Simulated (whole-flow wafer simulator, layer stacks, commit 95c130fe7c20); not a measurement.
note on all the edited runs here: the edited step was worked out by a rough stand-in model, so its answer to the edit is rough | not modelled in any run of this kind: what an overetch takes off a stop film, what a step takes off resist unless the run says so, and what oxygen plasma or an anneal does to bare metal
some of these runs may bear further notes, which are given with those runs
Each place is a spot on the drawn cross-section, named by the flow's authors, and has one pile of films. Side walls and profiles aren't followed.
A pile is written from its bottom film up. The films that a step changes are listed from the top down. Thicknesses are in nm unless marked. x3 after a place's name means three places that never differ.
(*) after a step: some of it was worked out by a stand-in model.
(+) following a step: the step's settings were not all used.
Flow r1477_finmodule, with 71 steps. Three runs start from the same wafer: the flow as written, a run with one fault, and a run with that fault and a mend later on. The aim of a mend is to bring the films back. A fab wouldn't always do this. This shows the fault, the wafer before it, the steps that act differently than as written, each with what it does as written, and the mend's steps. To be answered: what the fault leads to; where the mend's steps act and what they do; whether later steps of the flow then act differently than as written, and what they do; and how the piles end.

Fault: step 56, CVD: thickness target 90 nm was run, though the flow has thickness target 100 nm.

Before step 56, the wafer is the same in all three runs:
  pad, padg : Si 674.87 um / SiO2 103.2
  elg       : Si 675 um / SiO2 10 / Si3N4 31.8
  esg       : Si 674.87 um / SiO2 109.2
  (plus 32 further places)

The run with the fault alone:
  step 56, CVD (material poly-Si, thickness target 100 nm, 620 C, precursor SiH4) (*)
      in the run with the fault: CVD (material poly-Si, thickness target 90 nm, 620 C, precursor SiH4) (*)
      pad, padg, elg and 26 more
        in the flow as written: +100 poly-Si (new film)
        in the run with the fault: +90 poly-Si (new film)
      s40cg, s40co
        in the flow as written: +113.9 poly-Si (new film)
        in the run with the fault: +103.7 poly-Si (new film)
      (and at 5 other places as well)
  Steps later in the flow that act otherwise than as written (not shown: 3 more steps that differ only slightly, by at most 2% or 0.5 nm, whichever is larger):
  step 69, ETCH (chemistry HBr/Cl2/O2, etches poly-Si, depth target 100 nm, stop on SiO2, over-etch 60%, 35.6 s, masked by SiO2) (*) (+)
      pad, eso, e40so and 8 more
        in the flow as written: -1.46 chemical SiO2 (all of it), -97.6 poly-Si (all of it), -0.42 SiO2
        in the run with the fault: -1.46 chemical SiO2 (all of it), -87.6 poly-Si (all of it), -0.92 SiO2
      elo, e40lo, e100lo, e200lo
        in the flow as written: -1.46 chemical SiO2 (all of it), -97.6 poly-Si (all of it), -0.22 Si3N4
        in the run with the fault: -1.46 chemical SiO2 (all of it), -87.6 poly-Si (all of it), -1.13 Si3N4
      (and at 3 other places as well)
  The piles end different from the flow's at padg, elg, esg and 19 more by more than 2% or 0.5 nm, whichever is larger.
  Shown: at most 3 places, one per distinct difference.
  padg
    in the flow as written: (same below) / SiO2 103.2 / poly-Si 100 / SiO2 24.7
    in the run with the fault: (same below) / SiO2 103.2 / poly-Si 90 / SiO2 24.7
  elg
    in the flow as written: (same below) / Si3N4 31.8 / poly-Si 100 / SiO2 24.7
    in the run with the fault: (same below) / Si3N4 31.8 / poly-Si 90 / SiO2 24.7
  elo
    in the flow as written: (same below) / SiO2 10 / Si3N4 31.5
    in the run with the fault: (same below) / SiO2 10 / Si3N4 30.6

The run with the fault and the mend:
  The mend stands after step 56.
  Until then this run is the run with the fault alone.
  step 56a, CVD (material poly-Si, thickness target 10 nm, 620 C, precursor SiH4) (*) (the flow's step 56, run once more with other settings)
      pad, padg, elg and 33 more
        +10 poly-Si
  Later steps of the flow that are run all act as written at every place that is followed, up to a difference of at most 2% or 0.5 nm, whichever is larger.
  When the end is reached, the piles differ only a little from the flow's at the places that both follow, at most by 2% or 0.5 nm, whichever is larger.
